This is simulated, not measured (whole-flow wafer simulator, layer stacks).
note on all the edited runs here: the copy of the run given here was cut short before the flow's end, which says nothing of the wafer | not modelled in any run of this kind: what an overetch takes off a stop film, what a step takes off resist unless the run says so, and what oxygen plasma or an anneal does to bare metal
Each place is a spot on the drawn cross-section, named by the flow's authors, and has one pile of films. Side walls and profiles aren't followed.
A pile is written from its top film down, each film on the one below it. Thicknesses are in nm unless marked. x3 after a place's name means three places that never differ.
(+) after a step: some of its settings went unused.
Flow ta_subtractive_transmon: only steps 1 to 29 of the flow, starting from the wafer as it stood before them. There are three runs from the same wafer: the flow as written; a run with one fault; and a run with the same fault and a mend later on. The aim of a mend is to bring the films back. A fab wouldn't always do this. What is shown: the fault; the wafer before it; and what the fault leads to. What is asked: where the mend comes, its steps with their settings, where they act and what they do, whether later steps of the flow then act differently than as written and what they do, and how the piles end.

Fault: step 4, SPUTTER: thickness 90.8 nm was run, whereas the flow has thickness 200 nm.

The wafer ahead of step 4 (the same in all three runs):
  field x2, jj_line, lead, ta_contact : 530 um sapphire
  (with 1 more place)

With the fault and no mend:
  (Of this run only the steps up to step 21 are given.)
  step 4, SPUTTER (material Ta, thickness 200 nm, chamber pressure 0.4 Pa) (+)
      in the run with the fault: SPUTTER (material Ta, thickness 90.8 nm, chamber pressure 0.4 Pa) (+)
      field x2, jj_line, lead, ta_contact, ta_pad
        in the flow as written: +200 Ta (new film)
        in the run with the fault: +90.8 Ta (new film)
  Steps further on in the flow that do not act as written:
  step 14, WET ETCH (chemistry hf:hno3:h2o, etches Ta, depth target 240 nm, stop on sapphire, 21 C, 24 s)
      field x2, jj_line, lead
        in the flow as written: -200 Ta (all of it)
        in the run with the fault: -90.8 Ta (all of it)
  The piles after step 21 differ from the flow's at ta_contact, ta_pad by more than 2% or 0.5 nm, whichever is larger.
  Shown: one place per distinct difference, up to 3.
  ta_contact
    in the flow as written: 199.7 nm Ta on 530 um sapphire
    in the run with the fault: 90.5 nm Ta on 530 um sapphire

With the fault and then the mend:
  The mend stands after step 5.
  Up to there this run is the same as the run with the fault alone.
  step 5a, WET ETCH (chemistry hf:hno3:h2o, etches Ta, depth target 104.4 nm, stop on sapphire, 21 C, 10.44 s)
      field x2, jj_line, lead, ta_contact, ta_pad
        -90.8 Ta (all of it)
  step 5b, SPUTTER (material Ta, thickness 200 nm, chamber pressure 0.4 Pa) (+) (the flow's step 4 again)
      field x2, jj_line, lead, ta_contact, ta_pad
        +200 Ta (new film)
  Every later step of the flow that is run acts as written at every place that is followed.
  At every place that both follow, the piles at the end match the flow's.
